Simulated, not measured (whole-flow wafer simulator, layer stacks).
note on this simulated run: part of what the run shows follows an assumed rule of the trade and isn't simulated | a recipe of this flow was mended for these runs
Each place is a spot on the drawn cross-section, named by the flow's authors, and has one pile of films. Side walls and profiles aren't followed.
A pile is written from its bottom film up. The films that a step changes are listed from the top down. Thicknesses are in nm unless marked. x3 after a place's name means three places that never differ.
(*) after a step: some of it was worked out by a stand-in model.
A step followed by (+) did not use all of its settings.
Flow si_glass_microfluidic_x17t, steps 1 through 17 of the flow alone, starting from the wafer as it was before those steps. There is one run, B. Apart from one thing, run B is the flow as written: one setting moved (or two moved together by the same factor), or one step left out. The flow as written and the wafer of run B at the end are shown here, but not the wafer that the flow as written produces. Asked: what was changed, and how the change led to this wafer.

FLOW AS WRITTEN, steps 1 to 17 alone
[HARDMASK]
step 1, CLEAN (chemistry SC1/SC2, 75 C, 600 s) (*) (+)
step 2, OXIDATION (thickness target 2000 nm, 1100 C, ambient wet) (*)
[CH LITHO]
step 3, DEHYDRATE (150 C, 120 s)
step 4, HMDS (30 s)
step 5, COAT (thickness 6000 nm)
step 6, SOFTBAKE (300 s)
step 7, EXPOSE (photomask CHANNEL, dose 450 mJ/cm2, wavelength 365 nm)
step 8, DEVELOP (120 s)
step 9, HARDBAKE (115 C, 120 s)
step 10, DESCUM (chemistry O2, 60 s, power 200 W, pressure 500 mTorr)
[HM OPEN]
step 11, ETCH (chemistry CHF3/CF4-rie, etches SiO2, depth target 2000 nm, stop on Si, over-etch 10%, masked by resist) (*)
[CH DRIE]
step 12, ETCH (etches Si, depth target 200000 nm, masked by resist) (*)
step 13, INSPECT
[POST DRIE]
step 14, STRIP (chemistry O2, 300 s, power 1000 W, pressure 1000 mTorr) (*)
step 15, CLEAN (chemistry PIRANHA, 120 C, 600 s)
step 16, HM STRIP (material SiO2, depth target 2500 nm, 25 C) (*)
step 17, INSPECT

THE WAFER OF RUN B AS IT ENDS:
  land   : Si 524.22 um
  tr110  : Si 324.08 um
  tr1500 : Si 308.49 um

What caused this: step 2, OXIDATION: thickness target 1760 nm was run, whereas the flow has thickness target 2000 nm; step 11, ETCH: depth target 1760 nm was run, where the flow has depth target 2000 nm.

Step by step, how the change led to this:
  step 2, OXIDATION (thickness target 2000 nm, 1100 C, ambient wet) (*)
      land, tr110, tr1500, tr15: SiO2 gains 1760 (new film), chemical SiO2 loses 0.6 (all of it), Si loses 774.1 (in the flow as written it would be: SiO2 gains 2000 (new film), chemical SiO2 loses 0.6 (all of it), Si loses 879.7)
  step 11, ETCH (chemistry CHF3/CF4-rie, etches SiO2, depth target 2000 nm, stop on Si, over-etch 10%, masked by resist) (*)
      tr110, tr1500, tr15: SiO2 loses 1760 (all of it), Si loses 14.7 (in the flow as written it would be: SiO2 loses 2000 (all of it), Si loses 16.7)
      land: thick-i-line-resist loses 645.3 (in the flow as written it would be: thick-i-line-resist loses 733.3)
  step 12, ETCH (etches Si, depth target 200000 nm, masked by resist) (*)
      tr1500: Si loses 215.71 um (in the flow as written it would be: Si loses 215.73 um)
      tr15: Si loses 150.05 um (in the flow as written it would be: Si loses 149.99 um)
  step 14, STRIP (chemistry O2, 300 s, power 1000 W, pressure 1000 mTorr) (*)
      land: thick-i-line-resist loses 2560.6 (all of it) (in the flow as written it would be: thick-i-line-resist loses 2472.3 (all of it))
  step 16, HM STRIP (material SiO2, depth target 2500 nm, 25 C) (*)
      land: SiO2 loses 1760 (all of it) (in the flow as written it would be: SiO2 loses 2000 (all of it))
